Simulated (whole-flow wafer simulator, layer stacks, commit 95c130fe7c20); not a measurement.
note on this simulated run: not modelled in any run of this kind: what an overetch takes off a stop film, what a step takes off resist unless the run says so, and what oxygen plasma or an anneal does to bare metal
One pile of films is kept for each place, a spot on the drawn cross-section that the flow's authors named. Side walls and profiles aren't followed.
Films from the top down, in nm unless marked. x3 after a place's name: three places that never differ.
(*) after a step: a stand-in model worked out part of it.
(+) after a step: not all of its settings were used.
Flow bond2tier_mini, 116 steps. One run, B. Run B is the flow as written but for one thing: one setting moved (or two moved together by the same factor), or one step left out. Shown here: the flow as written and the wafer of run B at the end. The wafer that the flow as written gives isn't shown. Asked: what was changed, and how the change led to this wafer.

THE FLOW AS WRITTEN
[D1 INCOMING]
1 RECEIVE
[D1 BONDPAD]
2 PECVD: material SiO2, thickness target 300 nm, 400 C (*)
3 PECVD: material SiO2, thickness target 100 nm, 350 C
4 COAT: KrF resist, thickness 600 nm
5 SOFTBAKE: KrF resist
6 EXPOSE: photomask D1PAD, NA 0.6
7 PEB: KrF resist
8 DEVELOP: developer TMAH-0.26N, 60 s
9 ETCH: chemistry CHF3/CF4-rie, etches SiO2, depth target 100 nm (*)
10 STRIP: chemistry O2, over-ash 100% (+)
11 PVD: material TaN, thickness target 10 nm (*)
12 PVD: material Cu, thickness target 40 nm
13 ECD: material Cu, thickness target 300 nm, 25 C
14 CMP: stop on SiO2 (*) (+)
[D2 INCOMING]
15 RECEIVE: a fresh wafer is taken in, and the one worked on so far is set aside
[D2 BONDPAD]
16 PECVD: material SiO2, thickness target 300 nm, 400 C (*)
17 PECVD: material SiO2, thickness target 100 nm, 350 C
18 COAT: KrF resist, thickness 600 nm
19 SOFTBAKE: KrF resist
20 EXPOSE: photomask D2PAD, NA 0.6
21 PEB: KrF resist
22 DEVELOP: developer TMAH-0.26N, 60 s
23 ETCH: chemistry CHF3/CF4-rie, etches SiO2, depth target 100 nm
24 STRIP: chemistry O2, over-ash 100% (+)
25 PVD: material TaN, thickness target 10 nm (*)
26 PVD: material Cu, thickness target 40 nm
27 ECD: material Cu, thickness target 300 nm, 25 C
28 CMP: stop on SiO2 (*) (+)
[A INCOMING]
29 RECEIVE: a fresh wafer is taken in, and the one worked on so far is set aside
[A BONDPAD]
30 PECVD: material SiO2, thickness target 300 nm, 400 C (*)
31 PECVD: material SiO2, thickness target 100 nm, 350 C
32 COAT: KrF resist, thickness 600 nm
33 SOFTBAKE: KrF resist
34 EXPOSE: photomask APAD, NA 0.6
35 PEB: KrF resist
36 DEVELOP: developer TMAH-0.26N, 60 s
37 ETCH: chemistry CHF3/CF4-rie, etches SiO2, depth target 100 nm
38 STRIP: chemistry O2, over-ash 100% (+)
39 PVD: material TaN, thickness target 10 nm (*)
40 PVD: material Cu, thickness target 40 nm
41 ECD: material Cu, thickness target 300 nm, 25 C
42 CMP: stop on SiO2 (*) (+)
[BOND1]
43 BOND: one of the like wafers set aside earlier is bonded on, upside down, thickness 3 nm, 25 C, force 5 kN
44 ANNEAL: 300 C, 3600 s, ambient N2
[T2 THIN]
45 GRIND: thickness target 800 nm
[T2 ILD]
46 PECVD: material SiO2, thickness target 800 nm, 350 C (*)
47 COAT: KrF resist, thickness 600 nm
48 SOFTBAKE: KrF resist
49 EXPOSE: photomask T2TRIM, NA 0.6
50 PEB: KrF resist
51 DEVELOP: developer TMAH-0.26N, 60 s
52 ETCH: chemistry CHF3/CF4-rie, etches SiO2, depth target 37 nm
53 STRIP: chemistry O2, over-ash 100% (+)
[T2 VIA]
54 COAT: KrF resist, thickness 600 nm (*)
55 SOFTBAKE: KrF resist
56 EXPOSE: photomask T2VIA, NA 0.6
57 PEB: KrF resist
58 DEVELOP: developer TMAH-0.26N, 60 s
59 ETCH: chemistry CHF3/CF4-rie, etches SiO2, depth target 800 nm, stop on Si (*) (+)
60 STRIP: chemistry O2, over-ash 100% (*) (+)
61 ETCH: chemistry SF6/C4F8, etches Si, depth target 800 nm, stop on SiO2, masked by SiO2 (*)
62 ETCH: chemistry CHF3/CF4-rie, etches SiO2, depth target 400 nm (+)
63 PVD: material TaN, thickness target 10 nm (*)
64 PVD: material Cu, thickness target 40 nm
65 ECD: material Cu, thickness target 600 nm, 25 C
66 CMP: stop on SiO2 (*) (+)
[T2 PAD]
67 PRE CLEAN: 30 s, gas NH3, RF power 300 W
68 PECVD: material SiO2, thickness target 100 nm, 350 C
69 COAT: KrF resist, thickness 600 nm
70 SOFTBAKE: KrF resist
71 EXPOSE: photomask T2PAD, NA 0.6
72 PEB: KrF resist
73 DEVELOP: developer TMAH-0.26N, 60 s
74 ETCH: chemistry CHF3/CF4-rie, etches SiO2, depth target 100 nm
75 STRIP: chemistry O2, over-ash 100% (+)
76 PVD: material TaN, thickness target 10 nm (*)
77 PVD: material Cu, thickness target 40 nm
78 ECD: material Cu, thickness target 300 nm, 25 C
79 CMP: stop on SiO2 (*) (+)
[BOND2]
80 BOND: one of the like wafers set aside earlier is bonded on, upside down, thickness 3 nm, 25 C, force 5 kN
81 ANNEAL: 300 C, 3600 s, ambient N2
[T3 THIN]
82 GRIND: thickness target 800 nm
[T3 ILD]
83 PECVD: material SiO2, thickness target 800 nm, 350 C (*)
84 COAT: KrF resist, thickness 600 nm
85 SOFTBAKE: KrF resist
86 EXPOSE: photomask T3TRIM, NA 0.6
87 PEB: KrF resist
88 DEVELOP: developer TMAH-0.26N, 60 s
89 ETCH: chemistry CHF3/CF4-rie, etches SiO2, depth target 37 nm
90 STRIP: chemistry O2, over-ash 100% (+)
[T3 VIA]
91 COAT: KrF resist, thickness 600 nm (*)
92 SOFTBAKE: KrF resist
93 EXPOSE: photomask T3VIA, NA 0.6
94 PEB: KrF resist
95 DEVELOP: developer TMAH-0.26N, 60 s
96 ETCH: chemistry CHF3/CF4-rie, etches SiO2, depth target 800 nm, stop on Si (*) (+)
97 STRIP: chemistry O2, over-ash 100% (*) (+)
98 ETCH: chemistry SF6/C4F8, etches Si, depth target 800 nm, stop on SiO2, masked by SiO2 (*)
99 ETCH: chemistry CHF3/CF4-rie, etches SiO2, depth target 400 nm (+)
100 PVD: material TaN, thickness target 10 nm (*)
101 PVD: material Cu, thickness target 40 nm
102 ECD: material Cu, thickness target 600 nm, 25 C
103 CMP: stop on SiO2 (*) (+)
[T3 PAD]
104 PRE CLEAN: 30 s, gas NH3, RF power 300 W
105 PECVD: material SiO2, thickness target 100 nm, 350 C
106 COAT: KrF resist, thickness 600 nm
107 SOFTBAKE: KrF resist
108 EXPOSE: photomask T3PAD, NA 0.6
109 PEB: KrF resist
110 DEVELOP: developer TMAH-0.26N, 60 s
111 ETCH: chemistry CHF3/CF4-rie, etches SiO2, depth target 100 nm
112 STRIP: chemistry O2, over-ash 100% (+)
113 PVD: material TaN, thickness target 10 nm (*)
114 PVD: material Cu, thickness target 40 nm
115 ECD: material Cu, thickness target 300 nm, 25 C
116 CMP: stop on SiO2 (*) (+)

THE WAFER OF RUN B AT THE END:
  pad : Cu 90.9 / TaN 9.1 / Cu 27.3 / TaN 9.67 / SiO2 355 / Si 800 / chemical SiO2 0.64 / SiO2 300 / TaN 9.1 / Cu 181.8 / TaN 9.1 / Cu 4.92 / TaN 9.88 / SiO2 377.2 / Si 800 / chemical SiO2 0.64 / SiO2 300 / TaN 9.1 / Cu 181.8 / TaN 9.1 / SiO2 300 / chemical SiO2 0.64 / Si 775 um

The cause: step 52, ETCH: depth target 14.8 nm was run, where the flow has depth target 37 nm.

How the change led to this, step by step:
  52 ETCH: chemistry CHF3/CF4-rie, etches SiO2, depth target 37 nm
      pad, via: SiO2 -14.8 (as written it would be: SiO2 -37)
      field: KrF resist -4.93 (as written it would be: KrF resist -12.3)
  59 ETCH: chemistry CHF3/CF4-rie, etches SiO2, depth target 800 nm, stop on Si (*) (+)
      via: SiO2 -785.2 (all of it) (as written it would be: SiO2 -763 (all of it))
  60 STRIP: chemistry O2, over-ash 100% (*) (+)
      field: KrF resist -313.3 (all of it) (as written it would be: KrF resist -303.9 (all of it))
      pad: KrF resist -326.1 (all of it) (as written it would be: KrF resist -336 (all of it))
  64 PVD: material Cu, thickness target 40 nm
      pad: Cu +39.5 (new film) (as written it would be: Cu +38.7 (new film))
  65 ECD: material Cu, thickness target 600 nm, 25 C
      pad: Cu +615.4 (as written it would be: Cu +638.7)
